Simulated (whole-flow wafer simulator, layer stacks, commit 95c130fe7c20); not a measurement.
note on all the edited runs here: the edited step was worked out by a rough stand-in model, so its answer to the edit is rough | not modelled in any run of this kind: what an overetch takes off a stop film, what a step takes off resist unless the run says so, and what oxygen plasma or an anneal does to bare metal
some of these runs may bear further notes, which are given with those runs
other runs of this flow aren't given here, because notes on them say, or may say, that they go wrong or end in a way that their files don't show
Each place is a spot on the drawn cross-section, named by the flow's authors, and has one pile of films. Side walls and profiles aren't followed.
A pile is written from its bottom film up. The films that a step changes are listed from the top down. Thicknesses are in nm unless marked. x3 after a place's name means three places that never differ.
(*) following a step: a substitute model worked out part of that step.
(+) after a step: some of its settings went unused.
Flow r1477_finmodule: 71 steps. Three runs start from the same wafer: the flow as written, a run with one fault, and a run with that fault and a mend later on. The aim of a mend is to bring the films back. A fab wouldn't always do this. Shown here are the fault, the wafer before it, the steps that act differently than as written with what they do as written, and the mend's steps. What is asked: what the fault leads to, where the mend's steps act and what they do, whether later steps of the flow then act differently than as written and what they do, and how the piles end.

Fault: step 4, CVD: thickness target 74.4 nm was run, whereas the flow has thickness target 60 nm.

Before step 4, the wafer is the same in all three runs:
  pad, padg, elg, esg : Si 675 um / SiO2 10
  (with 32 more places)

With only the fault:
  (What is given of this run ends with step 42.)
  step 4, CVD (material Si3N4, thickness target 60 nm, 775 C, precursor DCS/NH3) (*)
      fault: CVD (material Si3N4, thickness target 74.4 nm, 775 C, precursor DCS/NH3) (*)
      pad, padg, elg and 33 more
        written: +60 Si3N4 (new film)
        fault: +74.4 Si3N4 (new film)
  Steps later in the flow that act otherwise than as written:
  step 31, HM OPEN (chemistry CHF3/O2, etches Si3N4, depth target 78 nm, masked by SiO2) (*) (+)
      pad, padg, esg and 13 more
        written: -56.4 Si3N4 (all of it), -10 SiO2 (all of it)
        fault: -70.8 Si3N4 (all of it), -3.61 SiO2
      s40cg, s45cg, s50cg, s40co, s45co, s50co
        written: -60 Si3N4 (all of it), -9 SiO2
        fault: -74.4 Si3N4 (all of it), -1.8 SiO2
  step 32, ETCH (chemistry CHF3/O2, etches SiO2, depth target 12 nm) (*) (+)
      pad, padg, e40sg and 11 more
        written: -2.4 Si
        fault: -6.39 SiO2 (all of it), -1.12 Si
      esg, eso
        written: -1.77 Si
        fault: -6.39 SiO2 (all of it), -1.12 Si
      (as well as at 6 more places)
  Once step 42 is done, the piles at elg, e40lg, e100lg and 11 more depart from the flow's by more than 2% or 0.5 nm, whichever is larger.
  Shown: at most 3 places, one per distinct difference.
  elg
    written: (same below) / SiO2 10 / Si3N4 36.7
    fault: (same below) / SiO2 10 / Si3N4 51.1
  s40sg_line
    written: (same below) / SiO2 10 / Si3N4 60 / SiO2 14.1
    fault: (same below) / SiO2 10 / Si3N4 74.4 / SiO2 14.1

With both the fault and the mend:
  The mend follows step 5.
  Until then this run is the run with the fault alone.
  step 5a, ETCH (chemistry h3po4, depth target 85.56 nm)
      pad, padg, elg and 33 more
        -74.4 Si3N4 (all of it)
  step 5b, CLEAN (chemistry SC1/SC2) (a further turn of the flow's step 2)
      leaves every film unchanged at each place that is followed
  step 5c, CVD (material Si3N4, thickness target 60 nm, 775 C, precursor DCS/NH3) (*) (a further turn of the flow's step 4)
      pad, padg, elg and 33 more
        +60 Si3N4 (new film)
  None of the later steps of the flow acts differently than as written at any place that is followed.
  At every place that both follow, the piles at the end match the flow's.
